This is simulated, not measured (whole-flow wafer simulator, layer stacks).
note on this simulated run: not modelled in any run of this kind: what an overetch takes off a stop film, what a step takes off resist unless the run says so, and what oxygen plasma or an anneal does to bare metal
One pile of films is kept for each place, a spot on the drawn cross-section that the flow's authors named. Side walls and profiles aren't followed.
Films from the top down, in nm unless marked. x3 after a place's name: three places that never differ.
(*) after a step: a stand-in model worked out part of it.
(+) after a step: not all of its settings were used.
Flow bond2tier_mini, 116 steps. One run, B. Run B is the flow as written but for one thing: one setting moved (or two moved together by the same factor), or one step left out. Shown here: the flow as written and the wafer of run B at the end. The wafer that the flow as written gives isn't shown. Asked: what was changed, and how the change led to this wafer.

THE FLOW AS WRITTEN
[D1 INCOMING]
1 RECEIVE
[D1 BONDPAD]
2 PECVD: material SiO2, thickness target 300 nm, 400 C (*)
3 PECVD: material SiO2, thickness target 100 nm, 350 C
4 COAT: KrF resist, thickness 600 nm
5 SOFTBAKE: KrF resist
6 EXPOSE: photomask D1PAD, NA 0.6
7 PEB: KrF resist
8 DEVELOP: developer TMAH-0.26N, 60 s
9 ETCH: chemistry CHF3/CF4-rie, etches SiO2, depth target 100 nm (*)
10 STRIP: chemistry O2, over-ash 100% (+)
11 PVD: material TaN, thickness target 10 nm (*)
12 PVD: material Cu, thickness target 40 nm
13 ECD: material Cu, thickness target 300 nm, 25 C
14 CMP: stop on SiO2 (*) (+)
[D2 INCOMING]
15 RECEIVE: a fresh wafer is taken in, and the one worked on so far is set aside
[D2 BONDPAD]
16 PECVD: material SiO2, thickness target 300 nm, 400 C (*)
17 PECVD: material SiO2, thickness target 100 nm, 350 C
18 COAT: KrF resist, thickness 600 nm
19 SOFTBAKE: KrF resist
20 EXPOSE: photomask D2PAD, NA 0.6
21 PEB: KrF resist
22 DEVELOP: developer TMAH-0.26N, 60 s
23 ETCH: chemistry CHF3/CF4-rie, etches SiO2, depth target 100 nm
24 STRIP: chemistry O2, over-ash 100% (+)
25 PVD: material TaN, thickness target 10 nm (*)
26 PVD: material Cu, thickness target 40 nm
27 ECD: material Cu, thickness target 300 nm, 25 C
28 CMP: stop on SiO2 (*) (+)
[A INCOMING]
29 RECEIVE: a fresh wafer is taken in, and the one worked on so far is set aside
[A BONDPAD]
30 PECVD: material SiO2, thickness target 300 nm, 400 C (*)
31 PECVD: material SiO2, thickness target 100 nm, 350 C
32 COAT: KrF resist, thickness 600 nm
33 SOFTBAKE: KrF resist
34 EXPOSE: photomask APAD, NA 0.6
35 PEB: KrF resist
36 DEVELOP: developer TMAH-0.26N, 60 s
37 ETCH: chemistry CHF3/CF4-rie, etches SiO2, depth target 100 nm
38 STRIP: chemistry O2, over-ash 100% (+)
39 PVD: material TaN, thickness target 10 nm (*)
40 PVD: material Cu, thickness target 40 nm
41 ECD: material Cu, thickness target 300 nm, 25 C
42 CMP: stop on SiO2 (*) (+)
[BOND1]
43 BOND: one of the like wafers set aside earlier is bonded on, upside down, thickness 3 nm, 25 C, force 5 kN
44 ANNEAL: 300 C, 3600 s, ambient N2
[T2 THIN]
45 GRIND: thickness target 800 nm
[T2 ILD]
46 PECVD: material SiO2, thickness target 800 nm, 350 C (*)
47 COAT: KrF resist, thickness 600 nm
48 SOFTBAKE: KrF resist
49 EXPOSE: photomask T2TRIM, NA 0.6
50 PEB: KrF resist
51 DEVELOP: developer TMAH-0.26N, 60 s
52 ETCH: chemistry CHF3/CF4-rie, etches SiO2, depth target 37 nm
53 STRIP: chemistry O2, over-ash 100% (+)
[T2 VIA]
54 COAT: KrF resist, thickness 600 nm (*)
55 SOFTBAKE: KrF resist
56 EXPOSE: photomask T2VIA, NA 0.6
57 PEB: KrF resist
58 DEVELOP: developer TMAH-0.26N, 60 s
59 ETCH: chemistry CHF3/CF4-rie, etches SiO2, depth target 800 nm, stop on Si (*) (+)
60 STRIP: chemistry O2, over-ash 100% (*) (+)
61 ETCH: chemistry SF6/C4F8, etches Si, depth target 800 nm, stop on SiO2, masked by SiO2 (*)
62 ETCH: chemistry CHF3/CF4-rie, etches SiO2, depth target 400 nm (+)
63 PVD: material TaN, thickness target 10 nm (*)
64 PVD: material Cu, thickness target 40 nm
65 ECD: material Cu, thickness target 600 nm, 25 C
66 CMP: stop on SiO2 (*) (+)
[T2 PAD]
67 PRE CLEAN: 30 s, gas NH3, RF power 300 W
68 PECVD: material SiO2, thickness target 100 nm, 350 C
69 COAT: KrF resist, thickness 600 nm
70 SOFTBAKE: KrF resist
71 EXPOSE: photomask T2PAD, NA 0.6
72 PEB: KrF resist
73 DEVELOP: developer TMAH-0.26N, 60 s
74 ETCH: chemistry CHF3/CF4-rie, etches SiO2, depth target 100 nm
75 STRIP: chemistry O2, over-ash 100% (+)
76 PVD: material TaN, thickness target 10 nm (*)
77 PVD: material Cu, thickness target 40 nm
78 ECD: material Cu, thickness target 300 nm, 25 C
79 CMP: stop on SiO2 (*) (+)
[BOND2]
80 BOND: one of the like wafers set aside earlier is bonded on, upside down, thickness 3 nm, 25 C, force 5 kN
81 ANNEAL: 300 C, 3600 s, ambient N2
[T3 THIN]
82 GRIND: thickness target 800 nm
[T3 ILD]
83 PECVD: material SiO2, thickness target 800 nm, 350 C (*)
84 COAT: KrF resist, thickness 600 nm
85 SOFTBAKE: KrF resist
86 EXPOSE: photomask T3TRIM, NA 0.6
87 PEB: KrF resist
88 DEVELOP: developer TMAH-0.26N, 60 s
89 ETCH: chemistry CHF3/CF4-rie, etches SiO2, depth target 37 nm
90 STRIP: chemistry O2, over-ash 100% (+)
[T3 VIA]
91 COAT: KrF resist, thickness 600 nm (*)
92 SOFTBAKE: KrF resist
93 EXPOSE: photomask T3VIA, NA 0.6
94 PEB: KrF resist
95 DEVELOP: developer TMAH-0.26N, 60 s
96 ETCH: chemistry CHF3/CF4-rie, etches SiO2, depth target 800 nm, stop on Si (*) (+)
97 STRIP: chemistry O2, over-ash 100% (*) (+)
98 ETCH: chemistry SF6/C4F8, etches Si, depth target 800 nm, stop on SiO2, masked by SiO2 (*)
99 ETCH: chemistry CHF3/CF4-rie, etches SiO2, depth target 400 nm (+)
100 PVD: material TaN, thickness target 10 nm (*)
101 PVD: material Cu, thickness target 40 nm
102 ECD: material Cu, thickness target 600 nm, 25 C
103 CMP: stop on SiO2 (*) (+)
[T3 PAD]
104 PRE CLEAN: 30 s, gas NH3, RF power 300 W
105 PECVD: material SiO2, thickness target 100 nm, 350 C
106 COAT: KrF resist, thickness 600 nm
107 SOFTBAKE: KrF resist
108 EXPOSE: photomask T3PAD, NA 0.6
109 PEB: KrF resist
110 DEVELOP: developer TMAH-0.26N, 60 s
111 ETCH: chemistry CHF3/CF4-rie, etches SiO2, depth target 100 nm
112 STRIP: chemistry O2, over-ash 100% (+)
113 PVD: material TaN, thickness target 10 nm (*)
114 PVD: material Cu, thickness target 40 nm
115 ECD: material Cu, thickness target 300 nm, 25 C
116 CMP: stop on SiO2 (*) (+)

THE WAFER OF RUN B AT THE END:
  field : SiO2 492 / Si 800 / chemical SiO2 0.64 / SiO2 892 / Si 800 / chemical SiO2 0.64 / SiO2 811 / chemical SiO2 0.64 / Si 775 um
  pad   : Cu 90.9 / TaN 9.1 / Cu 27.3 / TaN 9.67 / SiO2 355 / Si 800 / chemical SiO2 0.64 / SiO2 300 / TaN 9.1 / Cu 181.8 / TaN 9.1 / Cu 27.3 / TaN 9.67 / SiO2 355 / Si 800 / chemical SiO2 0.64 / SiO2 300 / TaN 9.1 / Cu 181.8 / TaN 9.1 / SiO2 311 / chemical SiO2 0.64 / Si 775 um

The cause: step 31, PECVD: thickness target 111 nm was run, where the flow has thickness target 100 nm.

How the change led to this, step by step:
  31 PECVD: material SiO2, thickness target 100 nm, 350 C
      field, pad, via: SiO2 +111 (as written it would be: SiO2 +100)
